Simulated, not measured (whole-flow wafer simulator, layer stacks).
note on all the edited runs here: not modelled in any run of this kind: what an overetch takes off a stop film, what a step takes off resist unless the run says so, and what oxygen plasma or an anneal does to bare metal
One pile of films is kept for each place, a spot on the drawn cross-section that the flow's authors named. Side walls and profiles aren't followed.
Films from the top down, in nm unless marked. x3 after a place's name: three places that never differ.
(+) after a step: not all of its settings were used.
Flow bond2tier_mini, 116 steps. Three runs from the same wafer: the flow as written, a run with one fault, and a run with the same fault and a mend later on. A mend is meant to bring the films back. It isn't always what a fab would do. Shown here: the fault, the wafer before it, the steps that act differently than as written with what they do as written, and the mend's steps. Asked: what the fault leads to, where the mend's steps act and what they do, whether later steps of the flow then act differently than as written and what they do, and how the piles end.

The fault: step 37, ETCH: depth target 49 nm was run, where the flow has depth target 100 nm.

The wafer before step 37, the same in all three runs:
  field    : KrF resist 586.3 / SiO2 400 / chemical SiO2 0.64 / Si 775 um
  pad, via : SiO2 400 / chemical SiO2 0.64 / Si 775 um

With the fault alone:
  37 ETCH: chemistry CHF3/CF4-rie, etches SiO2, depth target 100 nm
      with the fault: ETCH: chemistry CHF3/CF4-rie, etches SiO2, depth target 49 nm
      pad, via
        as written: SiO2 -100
        with the fault: SiO2 -49
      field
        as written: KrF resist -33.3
        with the fault: KrF resist -16.3
  Later steps of the flow that act differently than as written (1 more step differs only slightly, by at most 2% or 0.5 nm, whichever is larger, and isn't shown):
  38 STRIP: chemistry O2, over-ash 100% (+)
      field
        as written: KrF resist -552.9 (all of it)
        with the fault: KrF resist -569.9 (all of it)
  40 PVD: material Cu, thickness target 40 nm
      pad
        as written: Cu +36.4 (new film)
        with the fault: Cu +38.2 (new film)
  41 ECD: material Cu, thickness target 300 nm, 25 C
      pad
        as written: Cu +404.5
        with the fault: Cu +351.2
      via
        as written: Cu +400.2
        with the fault: Cu +349
  At the end the piles differ from the flow's by more than 2% or 0.5 nm, whichever is larger, at pad.
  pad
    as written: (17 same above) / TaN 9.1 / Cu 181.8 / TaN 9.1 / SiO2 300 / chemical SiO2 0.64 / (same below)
    with the fault: (17 same above) / TaN 9.1 / Cu 130.3 / TaN 9.56 / SiO2 351 / chemical SiO2 0.64 / (same below)

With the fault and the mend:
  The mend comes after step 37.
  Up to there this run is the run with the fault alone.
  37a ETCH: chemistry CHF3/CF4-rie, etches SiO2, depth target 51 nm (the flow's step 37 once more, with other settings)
      pad, via
        SiO2 -51
      field
        KrF resist -17
  No later step of the flow acts differently than as written at any place that is followed.
  At the end the piles are the same as the flow's at every place that both follow.
